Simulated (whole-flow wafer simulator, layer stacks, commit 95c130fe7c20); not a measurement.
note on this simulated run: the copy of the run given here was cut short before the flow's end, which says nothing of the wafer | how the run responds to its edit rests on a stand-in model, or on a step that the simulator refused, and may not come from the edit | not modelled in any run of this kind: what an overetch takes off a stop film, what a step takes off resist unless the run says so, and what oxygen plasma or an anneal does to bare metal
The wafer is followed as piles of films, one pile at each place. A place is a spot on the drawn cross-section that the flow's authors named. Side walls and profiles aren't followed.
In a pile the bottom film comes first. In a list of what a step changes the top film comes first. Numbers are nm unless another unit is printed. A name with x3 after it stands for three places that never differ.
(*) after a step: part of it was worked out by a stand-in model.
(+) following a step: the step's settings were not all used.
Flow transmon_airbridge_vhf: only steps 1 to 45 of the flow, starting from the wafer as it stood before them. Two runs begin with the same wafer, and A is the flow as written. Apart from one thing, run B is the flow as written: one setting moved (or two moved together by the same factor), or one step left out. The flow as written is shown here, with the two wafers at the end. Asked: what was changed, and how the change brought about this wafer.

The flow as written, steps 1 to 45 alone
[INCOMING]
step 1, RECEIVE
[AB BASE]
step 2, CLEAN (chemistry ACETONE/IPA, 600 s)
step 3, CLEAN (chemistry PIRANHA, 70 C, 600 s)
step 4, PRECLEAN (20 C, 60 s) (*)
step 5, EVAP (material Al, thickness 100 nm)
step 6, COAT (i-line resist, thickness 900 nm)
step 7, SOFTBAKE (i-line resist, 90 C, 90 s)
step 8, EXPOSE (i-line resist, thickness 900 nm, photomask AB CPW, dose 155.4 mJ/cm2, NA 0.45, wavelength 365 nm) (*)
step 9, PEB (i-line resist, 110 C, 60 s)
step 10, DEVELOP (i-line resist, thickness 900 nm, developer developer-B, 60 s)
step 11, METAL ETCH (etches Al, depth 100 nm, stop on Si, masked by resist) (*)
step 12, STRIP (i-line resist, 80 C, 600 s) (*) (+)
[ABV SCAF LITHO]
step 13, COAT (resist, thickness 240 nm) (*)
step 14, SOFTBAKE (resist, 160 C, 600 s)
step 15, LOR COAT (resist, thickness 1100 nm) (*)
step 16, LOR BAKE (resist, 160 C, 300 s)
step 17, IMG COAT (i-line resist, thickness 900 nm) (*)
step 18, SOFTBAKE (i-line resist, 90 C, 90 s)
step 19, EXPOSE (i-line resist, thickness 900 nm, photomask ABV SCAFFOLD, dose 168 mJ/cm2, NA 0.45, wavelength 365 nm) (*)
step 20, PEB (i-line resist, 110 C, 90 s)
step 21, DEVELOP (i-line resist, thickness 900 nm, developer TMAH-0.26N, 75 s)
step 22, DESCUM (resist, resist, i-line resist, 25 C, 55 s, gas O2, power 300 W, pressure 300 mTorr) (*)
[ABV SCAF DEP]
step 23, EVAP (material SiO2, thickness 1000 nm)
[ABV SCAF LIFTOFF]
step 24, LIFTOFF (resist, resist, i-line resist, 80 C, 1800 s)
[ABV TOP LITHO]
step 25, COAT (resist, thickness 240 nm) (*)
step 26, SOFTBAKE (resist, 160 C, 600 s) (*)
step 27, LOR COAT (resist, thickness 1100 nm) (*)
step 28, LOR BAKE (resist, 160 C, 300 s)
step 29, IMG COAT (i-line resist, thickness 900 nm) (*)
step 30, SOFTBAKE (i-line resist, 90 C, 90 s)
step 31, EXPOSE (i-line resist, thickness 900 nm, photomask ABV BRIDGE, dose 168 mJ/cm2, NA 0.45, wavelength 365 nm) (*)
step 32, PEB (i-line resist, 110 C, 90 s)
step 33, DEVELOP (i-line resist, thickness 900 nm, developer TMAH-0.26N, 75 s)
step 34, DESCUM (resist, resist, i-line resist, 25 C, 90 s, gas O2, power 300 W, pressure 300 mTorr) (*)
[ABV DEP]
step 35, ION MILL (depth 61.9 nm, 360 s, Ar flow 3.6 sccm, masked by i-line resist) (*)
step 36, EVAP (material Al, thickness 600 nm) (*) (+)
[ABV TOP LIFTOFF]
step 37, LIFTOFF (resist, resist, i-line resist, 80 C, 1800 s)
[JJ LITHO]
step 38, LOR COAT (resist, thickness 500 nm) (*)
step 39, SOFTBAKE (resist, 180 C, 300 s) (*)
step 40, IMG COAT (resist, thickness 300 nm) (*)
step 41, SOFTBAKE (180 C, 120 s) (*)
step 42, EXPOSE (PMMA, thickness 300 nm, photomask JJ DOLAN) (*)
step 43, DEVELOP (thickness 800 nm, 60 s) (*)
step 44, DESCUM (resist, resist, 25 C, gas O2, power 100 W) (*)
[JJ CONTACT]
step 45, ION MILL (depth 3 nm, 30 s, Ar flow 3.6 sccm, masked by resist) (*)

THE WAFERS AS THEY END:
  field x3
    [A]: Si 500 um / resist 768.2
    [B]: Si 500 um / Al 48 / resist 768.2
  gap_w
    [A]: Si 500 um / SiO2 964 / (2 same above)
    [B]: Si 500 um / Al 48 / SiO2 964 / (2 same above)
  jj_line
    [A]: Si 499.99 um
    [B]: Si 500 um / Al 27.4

The reason: step 5, EVAP: thickness 148 nm was run, while the flow as written has thickness 100 nm.

Step by step, how the change led to this:
  step 5, EVAP (material Al, thickness 100 nm)
      field x3, jj_line, ground_far and 12 more: A Al gains 100 (new film) | B Al gains 148 (new film)
  step 11, METAL ETCH (etches Al, depth 100 nm, stop on Si, masked by resist) (*)
      field x3, jj_line, gap_w, gap_e: A Al loses 100 (all of it) | B Al loses 100
  step 45, ION MILL (depth 3 nm, 30 s, Ar flow 3.6 sccm, masked by resist) (*)
      jj_line: A Si loses 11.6 | B Al loses 20.6
Taking metal films that touch as one body, field x3 has 1 body; the flow as written gives 0 bodies.
Taking metal films that touch as one body, gap_w has 2 bodies (between them, from the top down: SiO2 964); the flow as written gives 1 body.
Taking metal films that touch as one body, jj_line has 1 body; the flow as written gives 0 bodies.
